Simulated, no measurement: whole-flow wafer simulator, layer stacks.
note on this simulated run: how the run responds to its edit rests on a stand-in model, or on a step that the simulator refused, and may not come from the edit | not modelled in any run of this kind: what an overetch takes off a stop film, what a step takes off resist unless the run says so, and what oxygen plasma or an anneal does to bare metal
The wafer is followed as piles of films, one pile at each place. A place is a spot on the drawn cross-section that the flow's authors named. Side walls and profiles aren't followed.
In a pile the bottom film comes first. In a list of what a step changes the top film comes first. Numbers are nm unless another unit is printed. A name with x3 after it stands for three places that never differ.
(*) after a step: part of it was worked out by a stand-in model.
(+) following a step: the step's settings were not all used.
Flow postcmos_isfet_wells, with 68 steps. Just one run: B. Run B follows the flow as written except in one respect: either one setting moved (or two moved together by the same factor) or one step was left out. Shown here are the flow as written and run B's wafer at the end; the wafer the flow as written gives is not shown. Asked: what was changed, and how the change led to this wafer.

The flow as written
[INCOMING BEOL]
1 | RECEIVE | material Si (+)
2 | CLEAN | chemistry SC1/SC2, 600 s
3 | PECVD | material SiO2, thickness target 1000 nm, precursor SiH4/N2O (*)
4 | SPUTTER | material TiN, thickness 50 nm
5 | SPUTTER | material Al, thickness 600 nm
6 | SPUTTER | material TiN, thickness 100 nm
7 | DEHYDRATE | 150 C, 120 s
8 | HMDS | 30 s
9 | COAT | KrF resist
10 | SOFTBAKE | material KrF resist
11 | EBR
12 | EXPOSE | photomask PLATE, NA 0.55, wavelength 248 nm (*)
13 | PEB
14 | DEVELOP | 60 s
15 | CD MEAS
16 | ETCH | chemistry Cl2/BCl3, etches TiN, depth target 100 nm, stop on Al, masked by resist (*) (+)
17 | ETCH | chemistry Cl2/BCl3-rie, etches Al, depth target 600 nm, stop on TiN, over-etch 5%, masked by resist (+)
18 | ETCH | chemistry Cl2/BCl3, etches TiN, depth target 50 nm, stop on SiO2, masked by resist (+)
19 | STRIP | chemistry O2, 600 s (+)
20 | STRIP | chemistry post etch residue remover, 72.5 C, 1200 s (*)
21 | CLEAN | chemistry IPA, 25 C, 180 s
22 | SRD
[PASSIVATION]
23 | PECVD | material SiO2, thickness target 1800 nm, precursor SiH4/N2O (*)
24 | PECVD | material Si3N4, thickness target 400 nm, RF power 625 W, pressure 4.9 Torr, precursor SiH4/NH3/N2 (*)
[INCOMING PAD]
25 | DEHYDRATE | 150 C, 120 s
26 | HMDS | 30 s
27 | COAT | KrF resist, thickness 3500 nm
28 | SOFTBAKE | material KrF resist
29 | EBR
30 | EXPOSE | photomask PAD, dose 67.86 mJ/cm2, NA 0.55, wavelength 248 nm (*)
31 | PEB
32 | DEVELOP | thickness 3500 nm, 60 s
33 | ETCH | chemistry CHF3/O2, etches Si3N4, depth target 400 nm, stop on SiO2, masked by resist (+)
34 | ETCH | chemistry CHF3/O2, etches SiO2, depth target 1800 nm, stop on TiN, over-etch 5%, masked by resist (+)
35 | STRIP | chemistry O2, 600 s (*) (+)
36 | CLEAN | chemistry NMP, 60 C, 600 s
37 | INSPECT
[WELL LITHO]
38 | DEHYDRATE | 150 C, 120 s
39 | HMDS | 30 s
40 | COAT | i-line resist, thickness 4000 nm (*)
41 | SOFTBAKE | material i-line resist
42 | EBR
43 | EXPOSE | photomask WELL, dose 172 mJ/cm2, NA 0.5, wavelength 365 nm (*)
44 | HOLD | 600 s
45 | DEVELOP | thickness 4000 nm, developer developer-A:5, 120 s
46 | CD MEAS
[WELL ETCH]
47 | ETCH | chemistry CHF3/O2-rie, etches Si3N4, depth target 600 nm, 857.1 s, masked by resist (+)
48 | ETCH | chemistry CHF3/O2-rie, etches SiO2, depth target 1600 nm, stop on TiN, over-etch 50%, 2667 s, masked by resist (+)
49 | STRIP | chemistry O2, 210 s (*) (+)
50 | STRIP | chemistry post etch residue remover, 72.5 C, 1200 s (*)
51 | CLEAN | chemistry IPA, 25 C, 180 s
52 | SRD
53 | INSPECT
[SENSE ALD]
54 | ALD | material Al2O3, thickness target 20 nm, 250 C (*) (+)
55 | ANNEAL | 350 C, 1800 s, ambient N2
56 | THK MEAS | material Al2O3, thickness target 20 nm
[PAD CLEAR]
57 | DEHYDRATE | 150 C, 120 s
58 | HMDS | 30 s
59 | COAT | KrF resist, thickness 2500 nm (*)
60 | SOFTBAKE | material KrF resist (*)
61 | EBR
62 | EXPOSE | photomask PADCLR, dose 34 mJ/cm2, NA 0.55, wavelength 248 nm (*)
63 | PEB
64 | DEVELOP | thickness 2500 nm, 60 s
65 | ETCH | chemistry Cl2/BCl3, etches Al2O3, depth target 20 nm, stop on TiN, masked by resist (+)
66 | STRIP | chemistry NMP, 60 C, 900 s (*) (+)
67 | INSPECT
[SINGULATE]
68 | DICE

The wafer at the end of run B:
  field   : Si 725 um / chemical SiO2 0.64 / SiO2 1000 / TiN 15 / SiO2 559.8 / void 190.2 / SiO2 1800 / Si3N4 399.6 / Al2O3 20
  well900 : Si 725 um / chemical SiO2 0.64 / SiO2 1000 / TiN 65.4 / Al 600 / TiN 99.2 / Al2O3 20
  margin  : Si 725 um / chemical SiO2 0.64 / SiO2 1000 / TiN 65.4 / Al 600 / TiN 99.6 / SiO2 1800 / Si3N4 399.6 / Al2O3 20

The reason: step 4, SPUTTER: thickness 65.44 nm was run, though the flow has thickness 50 nm.
The wafer lets one read it off: well900 has TiN 65.4, and step 4 as written asks for 50 nm.

The path from the change to this, step by step:
  4 | SPUTTER | material TiN, thickness 50 nm
      field, margin, well900 and 6 more: TiN gains 65.4 (new film) (in the flow as written it would be: TiN gains 50 (new film))
  18 | ETCH | chemistry Cl2/BCl3, etches TiN, depth target 50 nm, stop on SiO2, masked by resist (+)
      field: TiN loses 50 (in the flow as written it would be: TiN loses 50 (all of it))
  23 | PECVD | material SiO2, thickness target 1800 nm, precursor SiH4/N2O (*)
      field: SiO2 gains 1800 (new film), void gains 190.2 (new film), SiO2 gains 559.8 (new film) (in the flow as written it would be: SiO2 gains 1800 (new film), void gains 189.9 (new film), SiO2 gains 559.7)
With metal films that touch counted as one body, field has 1 body; the flow as written gives 0 bodies.
